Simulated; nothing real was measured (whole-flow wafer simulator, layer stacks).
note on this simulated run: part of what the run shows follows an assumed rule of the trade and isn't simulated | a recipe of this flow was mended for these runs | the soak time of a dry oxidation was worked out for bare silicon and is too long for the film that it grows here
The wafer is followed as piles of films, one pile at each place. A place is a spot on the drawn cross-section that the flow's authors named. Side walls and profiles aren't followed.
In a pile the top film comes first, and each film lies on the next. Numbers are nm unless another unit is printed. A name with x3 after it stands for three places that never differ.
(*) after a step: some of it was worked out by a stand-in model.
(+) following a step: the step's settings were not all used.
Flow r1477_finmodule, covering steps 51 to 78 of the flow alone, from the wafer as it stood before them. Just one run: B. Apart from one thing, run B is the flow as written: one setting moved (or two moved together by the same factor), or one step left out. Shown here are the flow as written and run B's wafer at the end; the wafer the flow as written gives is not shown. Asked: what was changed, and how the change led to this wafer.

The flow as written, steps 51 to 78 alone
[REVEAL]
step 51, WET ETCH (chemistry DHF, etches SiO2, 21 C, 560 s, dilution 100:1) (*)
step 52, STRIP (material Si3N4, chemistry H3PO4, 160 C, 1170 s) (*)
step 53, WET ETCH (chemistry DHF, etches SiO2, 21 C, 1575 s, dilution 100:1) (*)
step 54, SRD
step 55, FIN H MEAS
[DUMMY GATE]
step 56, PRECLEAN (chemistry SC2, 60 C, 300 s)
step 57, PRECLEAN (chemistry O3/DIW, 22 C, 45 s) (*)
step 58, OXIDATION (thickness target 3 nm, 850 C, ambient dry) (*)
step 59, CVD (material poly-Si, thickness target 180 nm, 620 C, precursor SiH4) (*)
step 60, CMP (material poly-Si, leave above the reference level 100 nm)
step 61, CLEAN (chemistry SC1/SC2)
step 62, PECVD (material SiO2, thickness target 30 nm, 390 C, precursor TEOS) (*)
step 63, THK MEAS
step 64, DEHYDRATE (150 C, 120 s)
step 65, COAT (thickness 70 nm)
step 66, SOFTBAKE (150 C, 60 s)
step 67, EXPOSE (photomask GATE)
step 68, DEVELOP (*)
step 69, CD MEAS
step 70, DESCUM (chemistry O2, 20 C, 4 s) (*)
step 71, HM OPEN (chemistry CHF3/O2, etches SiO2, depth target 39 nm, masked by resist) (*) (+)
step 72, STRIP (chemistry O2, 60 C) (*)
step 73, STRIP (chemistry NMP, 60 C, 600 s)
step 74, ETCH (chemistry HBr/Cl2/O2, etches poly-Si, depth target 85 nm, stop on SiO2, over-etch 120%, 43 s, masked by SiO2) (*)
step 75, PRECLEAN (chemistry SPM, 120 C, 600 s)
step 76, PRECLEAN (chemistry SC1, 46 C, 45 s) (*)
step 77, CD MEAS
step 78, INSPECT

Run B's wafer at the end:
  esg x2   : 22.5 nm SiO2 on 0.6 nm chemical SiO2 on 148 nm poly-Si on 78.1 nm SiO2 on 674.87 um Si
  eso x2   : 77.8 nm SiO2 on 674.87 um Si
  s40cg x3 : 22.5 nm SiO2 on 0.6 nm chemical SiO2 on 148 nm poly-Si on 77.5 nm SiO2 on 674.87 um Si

The reason: step 52, STRIP: 1696 s was run, whereas the flow has 1170 s.

Step by step, how the change led to this:
  step 52, STRIP (material Si3N4, chemistry H3PO4, 160 C, 1170 s) (*)
      pad, padg, esg x2 and 18 more: -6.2 SiO2 (as written it would have been: -4.28 SiO2)
      elg x4, elo x4: -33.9 Si3N4 (all of it), -3.59 SiO2 (as written it would have been: -33.9 Si3N4 (all of it), -2.15 SiO2)
      (as well as at 6 more places)
  step 53, WET ETCH (chemistry DHF, etches SiO2, 21 C, 1575 s, dilution 100:1) (*)
      elg x4, elo x4: -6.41 SiO2 (all of it) (as written it would have been: -7.85 SiO2 (all of it))
      s40sg_line x3, s40so_line x3: -7.07 SiO2 (all of it) (as written it would have been: -8.51 SiO2 (all of it))
  step 60, CMP (material poly-Si, leave above the reference level 100 nm)
      pad, padg: -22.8 poly-Si (as written it would have been: -24.8 poly-Si)
